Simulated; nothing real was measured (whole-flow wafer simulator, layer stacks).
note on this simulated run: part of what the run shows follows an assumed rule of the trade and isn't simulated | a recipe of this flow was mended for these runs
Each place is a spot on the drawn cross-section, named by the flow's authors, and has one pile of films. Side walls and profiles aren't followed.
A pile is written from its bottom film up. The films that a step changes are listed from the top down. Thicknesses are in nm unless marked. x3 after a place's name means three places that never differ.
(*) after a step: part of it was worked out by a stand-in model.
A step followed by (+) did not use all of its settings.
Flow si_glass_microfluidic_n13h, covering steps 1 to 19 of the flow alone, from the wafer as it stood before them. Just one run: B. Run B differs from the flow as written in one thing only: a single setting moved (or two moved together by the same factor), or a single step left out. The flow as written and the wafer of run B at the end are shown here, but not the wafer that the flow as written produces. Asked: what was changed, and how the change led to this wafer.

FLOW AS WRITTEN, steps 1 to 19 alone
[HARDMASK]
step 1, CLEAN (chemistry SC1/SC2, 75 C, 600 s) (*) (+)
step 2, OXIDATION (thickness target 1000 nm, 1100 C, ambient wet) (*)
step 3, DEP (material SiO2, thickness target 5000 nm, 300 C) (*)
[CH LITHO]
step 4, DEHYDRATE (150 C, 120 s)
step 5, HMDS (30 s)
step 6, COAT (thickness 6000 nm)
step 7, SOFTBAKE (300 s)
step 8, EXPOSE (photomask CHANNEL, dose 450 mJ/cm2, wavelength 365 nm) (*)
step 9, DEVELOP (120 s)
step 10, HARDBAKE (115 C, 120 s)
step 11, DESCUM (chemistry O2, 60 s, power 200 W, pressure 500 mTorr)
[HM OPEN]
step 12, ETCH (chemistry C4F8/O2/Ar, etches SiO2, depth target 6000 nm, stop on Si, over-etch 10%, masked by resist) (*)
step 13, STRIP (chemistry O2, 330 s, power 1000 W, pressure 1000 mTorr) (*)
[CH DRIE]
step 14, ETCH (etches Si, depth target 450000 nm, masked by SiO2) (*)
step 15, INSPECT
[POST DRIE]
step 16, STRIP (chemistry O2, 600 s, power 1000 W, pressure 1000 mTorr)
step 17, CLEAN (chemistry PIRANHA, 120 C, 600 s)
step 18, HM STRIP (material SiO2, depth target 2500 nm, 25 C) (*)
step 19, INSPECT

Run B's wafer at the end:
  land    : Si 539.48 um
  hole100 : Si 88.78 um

Cause: step 2, OXIDATION: 1155 C was run, though the flow has 1100 C.

Step by step, how the change led to this:
  step 2, OXIDATION (thickness target 1000 nm, 1100 C, ambient wet) (*)
      land, hole100: +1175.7 SiO2 (new film), -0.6 chemical SiO2 (all of it), -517 Si (in the flow as written it would be: +1000 SiO2 (new film), -0.6 chemical SiO2 (all of it), -439.7 Si)
  step 12, ETCH (chemistry C4F8/O2/Ar, etches SiO2, depth target 6000 nm, stop on Si, over-etch 10%, masked by resist) (*)
      hole100: -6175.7 SiO2 (all of it), -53 Si (in the flow as written it would be: -6000 SiO2 (all of it), -75 Si)
  step 18, HM STRIP (material SiO2, depth target 2500 nm, 25 C) (*)
      land: -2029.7 SiO2 (all of it) (in the flow as written it would be: -1854.4 SiO2 (all of it))
